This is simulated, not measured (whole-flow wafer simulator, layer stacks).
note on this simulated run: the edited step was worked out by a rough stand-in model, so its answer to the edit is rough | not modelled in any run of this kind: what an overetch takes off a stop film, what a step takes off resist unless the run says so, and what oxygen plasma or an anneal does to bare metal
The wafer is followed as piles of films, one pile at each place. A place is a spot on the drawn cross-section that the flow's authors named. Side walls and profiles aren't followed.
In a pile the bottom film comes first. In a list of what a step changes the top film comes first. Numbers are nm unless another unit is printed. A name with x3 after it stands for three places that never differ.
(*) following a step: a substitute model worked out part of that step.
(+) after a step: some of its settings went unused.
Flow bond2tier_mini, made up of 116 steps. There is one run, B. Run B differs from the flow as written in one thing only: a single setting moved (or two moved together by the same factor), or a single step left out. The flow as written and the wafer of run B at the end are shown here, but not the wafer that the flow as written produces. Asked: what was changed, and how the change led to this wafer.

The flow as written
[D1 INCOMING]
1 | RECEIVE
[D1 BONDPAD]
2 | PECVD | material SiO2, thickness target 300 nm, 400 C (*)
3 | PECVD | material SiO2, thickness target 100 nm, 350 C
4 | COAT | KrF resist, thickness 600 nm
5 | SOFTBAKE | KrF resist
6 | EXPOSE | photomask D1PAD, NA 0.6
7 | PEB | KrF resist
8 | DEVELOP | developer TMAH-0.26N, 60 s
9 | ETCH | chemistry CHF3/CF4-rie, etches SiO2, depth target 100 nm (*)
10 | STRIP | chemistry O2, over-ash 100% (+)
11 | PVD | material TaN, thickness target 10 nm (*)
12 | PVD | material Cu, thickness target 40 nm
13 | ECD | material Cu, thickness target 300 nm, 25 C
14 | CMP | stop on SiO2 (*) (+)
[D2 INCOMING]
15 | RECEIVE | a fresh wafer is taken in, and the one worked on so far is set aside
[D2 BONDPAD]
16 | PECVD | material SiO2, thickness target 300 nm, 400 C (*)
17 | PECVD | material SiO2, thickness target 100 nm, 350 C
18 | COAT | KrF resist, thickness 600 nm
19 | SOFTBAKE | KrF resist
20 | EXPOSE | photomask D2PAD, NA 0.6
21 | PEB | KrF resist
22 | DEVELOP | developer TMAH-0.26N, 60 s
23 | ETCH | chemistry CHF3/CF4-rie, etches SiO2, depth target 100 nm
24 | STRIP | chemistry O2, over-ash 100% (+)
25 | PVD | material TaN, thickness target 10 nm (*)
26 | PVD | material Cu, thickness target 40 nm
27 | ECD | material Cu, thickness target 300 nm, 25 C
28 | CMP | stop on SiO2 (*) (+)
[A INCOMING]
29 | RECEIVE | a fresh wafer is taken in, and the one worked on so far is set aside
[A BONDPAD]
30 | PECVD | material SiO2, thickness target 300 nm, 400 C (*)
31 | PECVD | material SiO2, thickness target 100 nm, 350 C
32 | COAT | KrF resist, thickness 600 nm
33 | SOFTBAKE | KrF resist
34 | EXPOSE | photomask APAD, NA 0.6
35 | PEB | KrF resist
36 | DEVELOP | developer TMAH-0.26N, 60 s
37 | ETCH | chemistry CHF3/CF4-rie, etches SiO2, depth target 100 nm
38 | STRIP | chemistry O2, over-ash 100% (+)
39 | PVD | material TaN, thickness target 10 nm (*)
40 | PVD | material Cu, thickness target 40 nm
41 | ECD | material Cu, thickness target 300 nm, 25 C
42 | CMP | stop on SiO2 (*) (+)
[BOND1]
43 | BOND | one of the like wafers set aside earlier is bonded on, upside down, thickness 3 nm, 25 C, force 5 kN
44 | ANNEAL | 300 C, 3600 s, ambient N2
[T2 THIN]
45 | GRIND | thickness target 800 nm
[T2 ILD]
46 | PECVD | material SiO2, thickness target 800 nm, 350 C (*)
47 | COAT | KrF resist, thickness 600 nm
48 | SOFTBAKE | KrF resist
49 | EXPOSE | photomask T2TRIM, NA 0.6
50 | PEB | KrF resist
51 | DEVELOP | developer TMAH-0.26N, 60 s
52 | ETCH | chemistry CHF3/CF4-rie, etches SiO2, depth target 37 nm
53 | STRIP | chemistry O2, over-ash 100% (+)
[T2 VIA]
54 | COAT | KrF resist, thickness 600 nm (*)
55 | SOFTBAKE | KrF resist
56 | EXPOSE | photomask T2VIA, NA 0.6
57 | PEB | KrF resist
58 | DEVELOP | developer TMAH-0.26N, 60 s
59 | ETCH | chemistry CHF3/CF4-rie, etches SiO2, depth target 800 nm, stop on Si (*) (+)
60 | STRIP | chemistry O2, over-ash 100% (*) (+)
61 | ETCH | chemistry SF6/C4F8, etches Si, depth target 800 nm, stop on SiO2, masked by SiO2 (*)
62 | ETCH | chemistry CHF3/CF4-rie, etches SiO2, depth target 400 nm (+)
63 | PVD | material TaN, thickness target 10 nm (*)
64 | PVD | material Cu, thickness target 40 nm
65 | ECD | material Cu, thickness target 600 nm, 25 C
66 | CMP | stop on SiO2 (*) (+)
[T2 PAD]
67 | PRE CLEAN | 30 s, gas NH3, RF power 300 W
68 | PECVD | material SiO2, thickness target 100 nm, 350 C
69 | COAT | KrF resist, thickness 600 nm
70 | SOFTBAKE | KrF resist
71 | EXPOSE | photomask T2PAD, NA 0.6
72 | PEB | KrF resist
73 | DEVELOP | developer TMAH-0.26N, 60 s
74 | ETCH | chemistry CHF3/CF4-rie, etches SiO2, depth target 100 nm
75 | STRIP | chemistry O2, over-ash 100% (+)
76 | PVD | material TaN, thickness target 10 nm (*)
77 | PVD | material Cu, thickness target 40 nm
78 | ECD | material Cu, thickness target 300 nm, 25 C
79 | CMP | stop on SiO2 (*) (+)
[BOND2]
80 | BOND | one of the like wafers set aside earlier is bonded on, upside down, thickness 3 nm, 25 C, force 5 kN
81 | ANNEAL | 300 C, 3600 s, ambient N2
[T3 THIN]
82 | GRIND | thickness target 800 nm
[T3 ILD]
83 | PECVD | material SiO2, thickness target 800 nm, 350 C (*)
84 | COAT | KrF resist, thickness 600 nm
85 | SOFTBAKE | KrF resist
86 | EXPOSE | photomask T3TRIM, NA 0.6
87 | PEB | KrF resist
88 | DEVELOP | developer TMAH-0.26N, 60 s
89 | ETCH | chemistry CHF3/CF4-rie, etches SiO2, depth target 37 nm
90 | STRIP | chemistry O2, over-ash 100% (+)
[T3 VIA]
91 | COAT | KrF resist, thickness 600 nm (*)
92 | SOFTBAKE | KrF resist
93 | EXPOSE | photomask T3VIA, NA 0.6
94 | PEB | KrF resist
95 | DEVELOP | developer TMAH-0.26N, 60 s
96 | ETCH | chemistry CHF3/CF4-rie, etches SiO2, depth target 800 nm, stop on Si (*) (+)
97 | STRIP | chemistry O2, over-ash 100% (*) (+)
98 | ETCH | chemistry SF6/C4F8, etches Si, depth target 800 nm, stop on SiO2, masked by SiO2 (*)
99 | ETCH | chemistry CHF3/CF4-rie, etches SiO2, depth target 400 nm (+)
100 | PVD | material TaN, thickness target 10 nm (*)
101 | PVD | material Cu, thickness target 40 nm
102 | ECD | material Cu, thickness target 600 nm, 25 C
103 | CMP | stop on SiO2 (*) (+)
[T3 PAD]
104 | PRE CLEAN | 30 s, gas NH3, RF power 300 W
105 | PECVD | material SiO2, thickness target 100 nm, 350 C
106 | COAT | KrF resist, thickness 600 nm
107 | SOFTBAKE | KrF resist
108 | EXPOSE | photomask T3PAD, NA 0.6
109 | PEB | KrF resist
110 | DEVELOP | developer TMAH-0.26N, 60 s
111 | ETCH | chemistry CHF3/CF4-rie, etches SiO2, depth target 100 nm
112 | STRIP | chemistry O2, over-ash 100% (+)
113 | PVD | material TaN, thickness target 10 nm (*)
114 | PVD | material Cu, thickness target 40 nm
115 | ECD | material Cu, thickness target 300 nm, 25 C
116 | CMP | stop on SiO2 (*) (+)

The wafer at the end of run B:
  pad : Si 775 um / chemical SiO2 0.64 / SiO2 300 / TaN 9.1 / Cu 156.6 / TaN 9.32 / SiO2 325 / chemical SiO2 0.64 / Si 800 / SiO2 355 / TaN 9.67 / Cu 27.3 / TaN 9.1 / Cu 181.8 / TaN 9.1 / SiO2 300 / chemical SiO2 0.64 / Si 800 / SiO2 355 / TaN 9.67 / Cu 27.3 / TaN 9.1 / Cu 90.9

The reason: step 9, ETCH: depth target 75 nm was run, whereas the flow has depth target 100 nm.

Step by step, how the change led to this:
  9 | ETCH | chemistry CHF3/CF4-rie, etches SiO2, depth target 100 nm (*)
      pad, via: SiO2 loses 75 (as written it would have been: SiO2 loses 100)
      field: KrF resist loses 25 (as written it would have been: KrF resist loses 33.3)
  12 | PVD | material Cu, thickness target 40 nm
      pad: Cu gains 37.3 (new film) (as written it would have been: Cu gains 36.4 (new film))
  13 | ECD | material Cu, thickness target 300 nm, 25 C
      pad: Cu gains 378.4 (as written it would have been: Cu gains 404.5)
      via: Cu gains 375.1 (as written it would have been: Cu gains 400.2)
  43 | BOND | one of the like wafers set aside earlier is bonded on, upside down, thickness 3 nm, 25 C, force 5 kN
      pad: Si gains 775 um (new film), chemical SiO2 gains 0.64 (new film), SiO2 gains 325 (new film), TaN gains 9.32 (new film), Cu gains 65.7 (as written it would have been: Si gains 775 um (new film), chemical SiO2 gains 0.64 (new film), SiO2 gains 300 (new film), TaN gains 9.1 (new film), Cu gains 90.9)
      via: Si gains 775 um (new film), chemical SiO2 gains 0.64 (new film), SiO2 gains 325 (new film), TaN gains 9.99 (new film), Cu gains 65 (as written it would have been: Si gains 775 um (new film), chemical SiO2 gains 0.64 (new film), SiO2 gains 300 (new film), TaN gains 9.97 (new film), Cu gains 90)
